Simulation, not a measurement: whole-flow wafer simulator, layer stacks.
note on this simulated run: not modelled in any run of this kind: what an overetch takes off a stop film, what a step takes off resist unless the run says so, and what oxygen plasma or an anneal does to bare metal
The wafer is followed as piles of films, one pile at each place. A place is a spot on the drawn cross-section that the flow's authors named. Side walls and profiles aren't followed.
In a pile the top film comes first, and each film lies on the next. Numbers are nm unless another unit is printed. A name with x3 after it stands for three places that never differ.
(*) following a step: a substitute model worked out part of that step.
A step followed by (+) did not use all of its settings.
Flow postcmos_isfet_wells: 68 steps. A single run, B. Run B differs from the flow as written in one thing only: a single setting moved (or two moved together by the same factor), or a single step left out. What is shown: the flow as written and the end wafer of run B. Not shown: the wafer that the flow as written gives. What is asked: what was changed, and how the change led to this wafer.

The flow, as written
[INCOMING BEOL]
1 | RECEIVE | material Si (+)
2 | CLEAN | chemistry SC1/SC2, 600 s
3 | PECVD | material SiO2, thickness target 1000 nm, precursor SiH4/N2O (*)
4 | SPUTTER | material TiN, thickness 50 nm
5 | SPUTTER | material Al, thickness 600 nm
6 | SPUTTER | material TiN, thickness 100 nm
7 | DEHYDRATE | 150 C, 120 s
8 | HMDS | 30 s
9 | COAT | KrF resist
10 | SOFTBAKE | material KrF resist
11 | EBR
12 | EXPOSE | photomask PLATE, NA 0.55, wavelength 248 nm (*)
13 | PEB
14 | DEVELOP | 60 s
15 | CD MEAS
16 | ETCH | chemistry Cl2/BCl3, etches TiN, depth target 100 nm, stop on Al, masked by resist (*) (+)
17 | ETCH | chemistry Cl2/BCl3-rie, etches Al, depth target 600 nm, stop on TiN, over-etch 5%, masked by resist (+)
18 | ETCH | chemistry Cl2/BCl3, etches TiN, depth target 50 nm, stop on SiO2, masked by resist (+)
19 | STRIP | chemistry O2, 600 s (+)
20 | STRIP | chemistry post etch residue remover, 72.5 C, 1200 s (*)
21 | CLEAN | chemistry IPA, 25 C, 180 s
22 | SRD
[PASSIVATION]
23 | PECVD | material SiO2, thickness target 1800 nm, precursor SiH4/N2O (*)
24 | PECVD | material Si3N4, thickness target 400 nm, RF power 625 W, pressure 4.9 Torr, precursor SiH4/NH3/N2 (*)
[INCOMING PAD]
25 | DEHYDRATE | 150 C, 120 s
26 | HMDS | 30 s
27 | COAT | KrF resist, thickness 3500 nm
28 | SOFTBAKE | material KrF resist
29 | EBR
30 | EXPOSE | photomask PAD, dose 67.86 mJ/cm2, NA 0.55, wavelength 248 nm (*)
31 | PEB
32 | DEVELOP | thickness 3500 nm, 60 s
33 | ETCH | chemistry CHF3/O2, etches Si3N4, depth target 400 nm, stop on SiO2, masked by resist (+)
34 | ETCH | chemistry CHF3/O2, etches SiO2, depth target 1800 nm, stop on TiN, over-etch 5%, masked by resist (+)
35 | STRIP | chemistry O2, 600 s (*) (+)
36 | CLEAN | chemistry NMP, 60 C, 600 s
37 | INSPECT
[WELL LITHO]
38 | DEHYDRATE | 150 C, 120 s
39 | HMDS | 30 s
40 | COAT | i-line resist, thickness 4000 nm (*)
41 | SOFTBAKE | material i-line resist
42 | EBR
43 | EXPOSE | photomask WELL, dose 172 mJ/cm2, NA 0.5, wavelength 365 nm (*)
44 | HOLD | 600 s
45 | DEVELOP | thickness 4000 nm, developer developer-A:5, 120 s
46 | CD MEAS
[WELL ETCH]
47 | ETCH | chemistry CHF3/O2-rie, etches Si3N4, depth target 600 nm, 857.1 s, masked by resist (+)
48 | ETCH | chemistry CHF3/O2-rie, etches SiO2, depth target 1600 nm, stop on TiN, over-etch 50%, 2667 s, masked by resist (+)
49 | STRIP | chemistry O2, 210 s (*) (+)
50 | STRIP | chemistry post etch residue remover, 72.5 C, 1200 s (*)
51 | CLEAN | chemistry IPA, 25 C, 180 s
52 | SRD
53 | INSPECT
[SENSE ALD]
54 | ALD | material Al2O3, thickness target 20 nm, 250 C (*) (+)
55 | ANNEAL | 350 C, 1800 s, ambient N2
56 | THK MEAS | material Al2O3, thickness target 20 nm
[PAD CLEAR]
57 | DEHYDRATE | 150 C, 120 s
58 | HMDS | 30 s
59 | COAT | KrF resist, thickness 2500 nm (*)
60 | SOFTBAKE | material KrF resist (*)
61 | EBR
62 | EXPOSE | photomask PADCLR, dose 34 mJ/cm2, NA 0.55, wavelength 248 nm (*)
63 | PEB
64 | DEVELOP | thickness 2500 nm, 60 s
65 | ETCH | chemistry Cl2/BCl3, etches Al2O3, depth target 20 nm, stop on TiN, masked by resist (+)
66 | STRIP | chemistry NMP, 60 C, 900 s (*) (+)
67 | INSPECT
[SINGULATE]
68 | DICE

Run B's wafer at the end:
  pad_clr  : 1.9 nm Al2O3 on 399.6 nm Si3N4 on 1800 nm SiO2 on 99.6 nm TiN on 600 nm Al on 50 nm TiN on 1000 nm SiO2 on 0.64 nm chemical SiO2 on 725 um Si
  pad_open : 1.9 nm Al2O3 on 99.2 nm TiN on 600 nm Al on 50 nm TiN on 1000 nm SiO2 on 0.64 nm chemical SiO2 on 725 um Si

Cause: step 65, ETCH: depth target 18.1 nm was run, though the flow has depth target 20 nm.

The path from the change to this, step by step:
  65 | ETCH | chemistry Cl2/BCl3, etches Al2O3, depth target 20 nm, stop on TiN, masked by resist (+)
      pad_clr, pad_open: Al2O3 loses 18.1 (it would be, as written: Al2O3 loses 20 (all of it))
      field, margin, pad_rim: KrF resist loses 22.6 (it would be, as written: KrF resist loses 25)
